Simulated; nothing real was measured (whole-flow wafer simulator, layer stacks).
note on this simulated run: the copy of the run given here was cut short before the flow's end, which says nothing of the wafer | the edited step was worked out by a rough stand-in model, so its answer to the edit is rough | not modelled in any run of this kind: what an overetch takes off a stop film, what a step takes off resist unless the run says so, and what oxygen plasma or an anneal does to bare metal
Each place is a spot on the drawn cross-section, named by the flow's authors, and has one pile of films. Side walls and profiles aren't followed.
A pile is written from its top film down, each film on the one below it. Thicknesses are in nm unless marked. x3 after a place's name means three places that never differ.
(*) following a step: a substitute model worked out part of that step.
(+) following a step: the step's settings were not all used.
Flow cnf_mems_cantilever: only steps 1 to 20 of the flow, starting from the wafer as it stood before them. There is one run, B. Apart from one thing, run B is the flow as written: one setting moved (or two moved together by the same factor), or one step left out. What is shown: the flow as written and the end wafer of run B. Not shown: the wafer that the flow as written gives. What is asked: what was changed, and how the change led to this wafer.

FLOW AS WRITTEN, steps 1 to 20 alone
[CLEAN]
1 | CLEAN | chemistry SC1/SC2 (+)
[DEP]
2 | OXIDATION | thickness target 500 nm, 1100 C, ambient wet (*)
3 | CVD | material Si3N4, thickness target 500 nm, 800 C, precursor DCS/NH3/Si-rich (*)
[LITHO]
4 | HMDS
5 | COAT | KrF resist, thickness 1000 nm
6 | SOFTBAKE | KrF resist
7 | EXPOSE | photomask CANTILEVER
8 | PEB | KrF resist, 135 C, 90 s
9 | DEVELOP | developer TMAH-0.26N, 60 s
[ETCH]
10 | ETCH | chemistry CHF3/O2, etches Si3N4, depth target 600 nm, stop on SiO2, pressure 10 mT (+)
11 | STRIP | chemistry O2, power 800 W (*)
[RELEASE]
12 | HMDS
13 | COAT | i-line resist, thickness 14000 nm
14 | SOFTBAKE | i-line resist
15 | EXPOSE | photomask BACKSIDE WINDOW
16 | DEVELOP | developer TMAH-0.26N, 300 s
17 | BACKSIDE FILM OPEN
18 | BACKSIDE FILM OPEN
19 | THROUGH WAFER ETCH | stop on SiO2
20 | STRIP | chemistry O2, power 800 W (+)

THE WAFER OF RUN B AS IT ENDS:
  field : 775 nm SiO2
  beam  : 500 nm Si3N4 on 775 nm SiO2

What caused this: step 2, OXIDATION: thickness target 775 nm was run, though the flow has thickness target 500 nm.
One can read it off the wafer: field has SiO2 775, and step 2 as written asks for 500 nm.

The path from the change to this, step by step:
  2 | OXIDATION | thickness target 500 nm, 1100 C, ambient wet (*)
      field, beam: +775 SiO2 (new film), -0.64 chemical SiO2 (all of it), -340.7 Si (in the flow as written it would be: +500 SiO2 (new film), -0.64 chemical SiO2 (all of it), -219.7 Si)
  19 | THROUGH WAFER ETCH | stop on SiO2
      field: under 1 film: -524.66 um Si (all of it) (in the flow as written it would be: under 1 film: -524.78 um Si (all of it))
      beam: under 2 films: -524.66 um Si (all of it) (in the flow as written it would be: under 2 films: -524.78 um Si (all of it))
